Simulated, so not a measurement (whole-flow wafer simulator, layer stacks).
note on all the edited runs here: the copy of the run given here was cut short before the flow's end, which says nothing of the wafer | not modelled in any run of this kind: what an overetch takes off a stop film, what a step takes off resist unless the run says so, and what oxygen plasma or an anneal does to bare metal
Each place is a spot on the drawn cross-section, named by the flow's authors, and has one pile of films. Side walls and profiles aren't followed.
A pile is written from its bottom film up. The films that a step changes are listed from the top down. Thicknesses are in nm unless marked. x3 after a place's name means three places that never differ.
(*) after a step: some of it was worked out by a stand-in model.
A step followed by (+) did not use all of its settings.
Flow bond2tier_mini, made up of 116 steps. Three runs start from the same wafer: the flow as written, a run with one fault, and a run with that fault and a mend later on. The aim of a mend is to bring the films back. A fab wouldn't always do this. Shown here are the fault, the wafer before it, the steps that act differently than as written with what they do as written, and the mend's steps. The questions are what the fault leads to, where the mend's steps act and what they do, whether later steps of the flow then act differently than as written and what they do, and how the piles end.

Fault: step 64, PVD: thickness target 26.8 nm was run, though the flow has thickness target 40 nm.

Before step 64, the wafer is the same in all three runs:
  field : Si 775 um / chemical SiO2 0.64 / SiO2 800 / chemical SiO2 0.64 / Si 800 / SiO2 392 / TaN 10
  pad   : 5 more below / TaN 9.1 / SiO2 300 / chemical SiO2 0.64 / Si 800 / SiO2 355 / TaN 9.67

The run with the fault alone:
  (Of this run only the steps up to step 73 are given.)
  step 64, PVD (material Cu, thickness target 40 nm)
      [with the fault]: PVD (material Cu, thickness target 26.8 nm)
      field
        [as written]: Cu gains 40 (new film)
        [with the fault]: Cu gains 26.8 (new film)
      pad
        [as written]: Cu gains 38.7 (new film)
        [with the fault]: Cu gains 25.9 (new film)
  Steps further on in the flow that do not act as written (1 more step, not shown, differs only slightly: by at most 2% or 0.5 nm, whichever is larger):
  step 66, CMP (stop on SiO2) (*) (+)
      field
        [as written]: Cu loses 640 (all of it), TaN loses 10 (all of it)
        [with the fault]: Cu loses 626.8 (all of it), TaN loses 10 (all of it)
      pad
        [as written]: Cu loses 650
        [with the fault]: Cu loses 636.8
  The piles after step 73 are the same as the flow's at every place that both follow.

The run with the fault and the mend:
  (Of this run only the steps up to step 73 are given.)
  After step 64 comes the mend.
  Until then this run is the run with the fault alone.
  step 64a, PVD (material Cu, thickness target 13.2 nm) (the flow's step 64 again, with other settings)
      field
        Cu gains 13.2
      pad
        Cu gains 12.7
  Later steps of the flow up to step 73 that are run all act as written at every place that is followed.
  The piles after step 73 are the same as the flow's at every place that both follow.
